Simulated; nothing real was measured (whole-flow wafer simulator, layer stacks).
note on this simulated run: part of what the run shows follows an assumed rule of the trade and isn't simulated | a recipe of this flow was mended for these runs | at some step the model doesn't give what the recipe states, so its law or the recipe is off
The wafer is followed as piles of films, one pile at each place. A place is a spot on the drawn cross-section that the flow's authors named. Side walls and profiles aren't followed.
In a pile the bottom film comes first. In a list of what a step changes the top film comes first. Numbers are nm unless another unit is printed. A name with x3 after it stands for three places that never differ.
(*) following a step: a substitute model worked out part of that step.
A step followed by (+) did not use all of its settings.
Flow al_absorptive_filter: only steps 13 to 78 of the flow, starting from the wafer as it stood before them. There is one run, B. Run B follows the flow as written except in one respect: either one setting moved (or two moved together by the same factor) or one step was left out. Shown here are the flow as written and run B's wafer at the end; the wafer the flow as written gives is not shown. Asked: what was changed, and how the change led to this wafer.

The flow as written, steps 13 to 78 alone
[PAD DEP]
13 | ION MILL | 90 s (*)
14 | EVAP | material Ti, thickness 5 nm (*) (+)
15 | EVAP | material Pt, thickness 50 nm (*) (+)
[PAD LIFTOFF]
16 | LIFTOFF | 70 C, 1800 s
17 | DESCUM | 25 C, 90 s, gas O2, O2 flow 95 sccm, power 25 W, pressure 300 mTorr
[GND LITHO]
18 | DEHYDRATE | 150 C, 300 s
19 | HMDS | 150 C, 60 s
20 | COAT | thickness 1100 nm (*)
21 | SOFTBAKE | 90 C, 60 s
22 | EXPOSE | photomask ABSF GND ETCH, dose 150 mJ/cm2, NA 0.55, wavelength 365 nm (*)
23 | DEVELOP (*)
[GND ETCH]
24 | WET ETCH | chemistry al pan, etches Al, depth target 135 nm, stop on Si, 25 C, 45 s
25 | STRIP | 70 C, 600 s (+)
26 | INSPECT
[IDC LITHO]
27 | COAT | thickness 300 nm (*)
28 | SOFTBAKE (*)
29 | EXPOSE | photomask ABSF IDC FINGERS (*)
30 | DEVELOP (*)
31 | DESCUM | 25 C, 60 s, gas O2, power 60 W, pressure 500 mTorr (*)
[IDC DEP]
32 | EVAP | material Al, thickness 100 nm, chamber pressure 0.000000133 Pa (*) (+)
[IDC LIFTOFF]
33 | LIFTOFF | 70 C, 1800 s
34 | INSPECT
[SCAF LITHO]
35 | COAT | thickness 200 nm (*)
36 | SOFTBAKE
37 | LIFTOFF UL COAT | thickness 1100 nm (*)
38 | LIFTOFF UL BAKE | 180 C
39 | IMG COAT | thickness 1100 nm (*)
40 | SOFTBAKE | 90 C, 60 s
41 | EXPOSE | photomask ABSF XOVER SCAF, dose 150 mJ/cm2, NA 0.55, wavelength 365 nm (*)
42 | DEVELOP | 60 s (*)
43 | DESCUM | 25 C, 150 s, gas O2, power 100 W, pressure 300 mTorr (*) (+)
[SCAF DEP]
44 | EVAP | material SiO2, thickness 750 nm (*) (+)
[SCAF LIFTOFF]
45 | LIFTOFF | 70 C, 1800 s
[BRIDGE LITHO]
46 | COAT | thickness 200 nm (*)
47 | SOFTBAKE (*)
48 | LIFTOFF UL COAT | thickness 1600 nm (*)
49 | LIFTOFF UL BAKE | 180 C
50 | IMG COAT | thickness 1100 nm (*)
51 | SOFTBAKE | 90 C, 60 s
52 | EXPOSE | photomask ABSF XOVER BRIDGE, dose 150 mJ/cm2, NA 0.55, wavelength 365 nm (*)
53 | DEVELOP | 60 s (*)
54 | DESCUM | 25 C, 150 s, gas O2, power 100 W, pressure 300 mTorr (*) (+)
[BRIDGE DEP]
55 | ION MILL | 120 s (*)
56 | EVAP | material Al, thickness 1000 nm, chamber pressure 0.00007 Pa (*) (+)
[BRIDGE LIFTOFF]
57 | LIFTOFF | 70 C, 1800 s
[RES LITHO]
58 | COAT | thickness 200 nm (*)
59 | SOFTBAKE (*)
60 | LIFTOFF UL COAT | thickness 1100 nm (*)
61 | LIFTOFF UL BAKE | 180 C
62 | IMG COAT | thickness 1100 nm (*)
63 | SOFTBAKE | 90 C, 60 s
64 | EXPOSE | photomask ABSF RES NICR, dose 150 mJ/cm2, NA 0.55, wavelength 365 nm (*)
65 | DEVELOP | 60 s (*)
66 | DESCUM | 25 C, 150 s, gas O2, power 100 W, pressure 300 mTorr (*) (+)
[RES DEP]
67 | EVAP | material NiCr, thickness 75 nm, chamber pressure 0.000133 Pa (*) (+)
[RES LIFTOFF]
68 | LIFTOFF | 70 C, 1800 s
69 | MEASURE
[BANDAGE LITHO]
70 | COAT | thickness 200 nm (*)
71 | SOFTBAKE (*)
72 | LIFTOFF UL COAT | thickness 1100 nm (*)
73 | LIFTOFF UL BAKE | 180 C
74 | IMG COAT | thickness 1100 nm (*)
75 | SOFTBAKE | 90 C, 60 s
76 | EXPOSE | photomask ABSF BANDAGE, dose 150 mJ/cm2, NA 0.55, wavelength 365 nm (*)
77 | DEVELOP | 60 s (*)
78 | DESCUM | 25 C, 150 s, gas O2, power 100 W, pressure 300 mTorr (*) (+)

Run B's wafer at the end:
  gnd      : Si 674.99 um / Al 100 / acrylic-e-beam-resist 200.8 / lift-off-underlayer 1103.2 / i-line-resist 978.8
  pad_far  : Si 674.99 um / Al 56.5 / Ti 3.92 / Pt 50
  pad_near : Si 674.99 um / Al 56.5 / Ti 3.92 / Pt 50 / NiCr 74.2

The reason: step 14, EVAP: thickness 3.92 nm was run, while the flow as written has thickness 5 nm.
One can read it off the wafer: pad_far has Ti 3.92, and step 14 as written asks for 5 nm.

How this came from the change, step by step:
  14 | EVAP | material Ti, thickness 5 nm (*) (+)
      gnd, pad_far, pad_near and 11 more: +3.92 Ti (new film) (it would be, as written: +5 Ti (new film))
  16 | LIFTOFF | 70 C, 1800 s
      gnd, ledge, res and 9 more: -50 Pt (all of it), -3.92 Ti (all of it), -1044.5 i-line-resist (all of it), -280 lift-off-underlayer (all of it) (it would be, as written: -50 Pt (all of it), -5 Ti (all of it), -1044.5 i-line-resist (all of it), -280 lift-off-underlayer (all of it))
